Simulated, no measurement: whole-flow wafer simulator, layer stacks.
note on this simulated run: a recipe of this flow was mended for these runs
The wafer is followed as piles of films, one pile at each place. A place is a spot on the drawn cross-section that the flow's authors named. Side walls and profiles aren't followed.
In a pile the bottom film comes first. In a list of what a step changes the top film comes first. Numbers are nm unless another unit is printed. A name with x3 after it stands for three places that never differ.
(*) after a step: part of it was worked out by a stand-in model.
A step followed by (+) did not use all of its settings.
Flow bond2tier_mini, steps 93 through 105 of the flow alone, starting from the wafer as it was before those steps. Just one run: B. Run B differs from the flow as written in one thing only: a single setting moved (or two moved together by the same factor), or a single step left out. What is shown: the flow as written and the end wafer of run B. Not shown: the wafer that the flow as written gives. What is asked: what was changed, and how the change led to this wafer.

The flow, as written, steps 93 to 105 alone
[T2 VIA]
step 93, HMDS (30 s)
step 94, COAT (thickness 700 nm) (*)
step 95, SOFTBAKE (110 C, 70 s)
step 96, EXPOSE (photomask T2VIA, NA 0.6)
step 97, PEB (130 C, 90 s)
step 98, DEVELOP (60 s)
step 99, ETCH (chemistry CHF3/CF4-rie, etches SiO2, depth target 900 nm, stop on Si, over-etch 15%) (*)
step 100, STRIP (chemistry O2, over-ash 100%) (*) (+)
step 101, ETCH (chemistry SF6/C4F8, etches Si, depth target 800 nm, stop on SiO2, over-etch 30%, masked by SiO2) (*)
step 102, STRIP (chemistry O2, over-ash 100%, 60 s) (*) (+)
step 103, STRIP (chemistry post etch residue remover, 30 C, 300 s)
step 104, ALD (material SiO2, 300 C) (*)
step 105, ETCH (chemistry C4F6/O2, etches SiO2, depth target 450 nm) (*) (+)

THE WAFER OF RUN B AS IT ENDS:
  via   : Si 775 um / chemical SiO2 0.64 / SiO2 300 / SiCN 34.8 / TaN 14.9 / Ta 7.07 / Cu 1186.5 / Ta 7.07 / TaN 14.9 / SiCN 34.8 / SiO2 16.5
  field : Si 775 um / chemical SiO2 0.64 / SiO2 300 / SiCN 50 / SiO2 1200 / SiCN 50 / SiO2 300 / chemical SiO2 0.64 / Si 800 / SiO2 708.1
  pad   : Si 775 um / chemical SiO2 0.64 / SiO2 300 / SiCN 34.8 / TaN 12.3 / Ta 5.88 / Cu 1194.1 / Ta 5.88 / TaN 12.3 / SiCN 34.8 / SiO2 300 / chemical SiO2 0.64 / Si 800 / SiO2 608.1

Cause: step 105, ETCH: depth target 331.6 nm was run, while the flow as written has depth target 450 nm.

The path from the change to this, step by step:
  step 105, ETCH (chemistry C4F6/O2, etches SiO2, depth target 450 nm) (*) (+)
      via: SiO2 loses 331.6 (it would be, as written: SiO2 loses 348.1 (all of it), SiCN loses 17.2)
      field, pad: SiO2 loses 331.6 (it would be, as written: SiO2 loses 450)
